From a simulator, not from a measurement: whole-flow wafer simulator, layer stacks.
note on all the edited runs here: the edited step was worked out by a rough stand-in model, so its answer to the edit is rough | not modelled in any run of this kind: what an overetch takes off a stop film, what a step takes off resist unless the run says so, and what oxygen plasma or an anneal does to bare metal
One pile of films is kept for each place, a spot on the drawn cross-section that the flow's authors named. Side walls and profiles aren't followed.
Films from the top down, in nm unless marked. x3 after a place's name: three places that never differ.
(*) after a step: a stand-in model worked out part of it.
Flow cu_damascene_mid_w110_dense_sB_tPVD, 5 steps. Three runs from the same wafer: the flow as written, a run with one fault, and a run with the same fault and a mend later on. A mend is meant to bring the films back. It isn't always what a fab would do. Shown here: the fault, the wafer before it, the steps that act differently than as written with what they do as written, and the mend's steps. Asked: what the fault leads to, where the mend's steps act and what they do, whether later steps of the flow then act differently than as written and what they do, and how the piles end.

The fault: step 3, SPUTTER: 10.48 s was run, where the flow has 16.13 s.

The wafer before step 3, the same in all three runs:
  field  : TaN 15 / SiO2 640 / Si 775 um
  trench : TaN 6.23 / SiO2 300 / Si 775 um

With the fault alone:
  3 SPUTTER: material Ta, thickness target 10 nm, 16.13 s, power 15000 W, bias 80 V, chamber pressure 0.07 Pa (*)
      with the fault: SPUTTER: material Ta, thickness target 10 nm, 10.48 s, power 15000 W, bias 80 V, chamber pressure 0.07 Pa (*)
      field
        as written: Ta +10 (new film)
        with the fault: Ta +6.5 (new film)
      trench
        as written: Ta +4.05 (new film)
        with the fault: Ta +2.63 (new film)
  No later step of the flow acts differently than as written, at any place that is followed, by more than 2% or 0.5 nm, whichever is larger.
  At the end the piles differ from the flow's by more than 2% or 0.5 nm, whichever is larger, at field, trench.
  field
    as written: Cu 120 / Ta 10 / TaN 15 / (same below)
    with the fault: Cu 120 / Ta 6.5 / TaN 15 / (same below)
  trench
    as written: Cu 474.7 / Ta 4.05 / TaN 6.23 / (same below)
    with the fault: Cu 472.6 / Ta 2.63 / TaN 6.23 / (same below)

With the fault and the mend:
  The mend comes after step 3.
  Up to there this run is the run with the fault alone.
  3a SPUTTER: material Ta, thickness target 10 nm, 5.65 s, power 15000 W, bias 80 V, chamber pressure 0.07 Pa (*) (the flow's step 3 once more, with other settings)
      field
        Ta +3.5
      trench
        Ta +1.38
  No later step of the flow acts differently than as written, at any place that is followed, by more than 2% or 0.5 nm, whichever is larger.
  At the end the piles differ from the flow's only slightly at the places that both follow, by at most 2% or 0.5 nm, whichever is larger.
